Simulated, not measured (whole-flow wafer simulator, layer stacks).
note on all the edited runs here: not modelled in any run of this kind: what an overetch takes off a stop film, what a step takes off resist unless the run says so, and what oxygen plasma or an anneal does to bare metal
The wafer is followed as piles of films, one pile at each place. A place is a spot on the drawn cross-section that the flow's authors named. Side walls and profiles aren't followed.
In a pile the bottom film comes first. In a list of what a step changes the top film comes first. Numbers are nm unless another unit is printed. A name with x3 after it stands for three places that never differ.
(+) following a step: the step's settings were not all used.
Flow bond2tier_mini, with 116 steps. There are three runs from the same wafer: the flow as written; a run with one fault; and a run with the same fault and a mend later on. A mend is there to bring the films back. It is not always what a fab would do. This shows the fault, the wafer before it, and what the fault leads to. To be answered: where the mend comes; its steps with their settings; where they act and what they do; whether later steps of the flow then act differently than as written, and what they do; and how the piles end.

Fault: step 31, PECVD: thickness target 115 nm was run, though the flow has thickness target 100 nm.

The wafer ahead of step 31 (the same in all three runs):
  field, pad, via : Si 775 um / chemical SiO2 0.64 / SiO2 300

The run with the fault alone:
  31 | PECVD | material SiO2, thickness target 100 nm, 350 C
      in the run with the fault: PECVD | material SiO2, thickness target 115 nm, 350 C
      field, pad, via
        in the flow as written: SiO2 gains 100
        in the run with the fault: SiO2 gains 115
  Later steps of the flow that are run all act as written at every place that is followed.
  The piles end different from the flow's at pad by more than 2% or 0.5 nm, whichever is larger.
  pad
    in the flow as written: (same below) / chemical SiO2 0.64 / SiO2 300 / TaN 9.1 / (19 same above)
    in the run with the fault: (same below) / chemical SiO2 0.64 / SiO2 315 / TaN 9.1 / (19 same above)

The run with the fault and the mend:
  The mend stands after step 36.
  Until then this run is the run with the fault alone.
  36a | STRIP | chemistry O2, over-ash 100% (+)
      field
        KrF resist loses 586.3 (all of it)
  36b | ETCH | chemistry CHF3/CF4-rie, etches SiO2, depth target 15 nm
      field, pad, via
        SiO2 loses 15
  36c | COAT | KrF resist, thickness 600 nm (a further turn of the flow's step 32)
      field, pad, via
        KrF resist gains 600 (new film)
  36d | SOFTBAKE | KrF resist (a further turn of the flow's step 33)
      leaves every film unchanged at each place that is followed
  36e | EXPOSE | photomask APAD, NA 0.6 (a further turn of the flow's step 34)
      leaves every film unchanged at each place that is followed
  36f | PEB | KrF resist (a further turn of the flow's step 35)
      leaves every film unchanged at each place that is followed
  36g | DEVELOP | developer TMAH-0.26N, 60 s (a further turn of the flow's step 36)
      pad, via
        KrF resist loses 600 (all of it)
      field
        KrF resist loses 13.7
  Later steps of the flow that are run all act as written at every place that is followed.
  The piles end the same as the flow's at every place that both follow.
